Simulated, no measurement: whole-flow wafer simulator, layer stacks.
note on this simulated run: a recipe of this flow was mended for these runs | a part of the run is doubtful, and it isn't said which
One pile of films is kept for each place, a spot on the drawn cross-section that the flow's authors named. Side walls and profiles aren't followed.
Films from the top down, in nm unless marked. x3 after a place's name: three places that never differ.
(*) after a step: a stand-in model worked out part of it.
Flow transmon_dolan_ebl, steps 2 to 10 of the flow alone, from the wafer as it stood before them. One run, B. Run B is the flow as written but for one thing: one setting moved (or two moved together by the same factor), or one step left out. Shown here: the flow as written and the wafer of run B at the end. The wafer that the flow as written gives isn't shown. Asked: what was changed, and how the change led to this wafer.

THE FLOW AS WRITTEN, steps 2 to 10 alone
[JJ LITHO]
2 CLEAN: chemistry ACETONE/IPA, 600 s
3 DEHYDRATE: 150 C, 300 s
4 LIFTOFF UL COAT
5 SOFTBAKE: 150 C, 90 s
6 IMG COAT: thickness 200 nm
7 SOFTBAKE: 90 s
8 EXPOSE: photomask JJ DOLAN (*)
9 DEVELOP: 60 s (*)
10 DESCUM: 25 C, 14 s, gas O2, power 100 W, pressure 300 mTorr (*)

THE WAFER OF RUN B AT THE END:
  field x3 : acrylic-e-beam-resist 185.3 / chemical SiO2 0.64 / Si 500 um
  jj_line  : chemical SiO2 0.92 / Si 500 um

The cause: step 4, LIFTOFF UL COAT, was left out.

How the change led to this, step by step:
  9 DEVELOP: 60 s (*)
      jj_line: acrylic-e-beam-resist -200 (all of it) (as written it would be: acrylic-e-beam-resist -200 (all of it), copolymer-underlayer -500 (all of it))
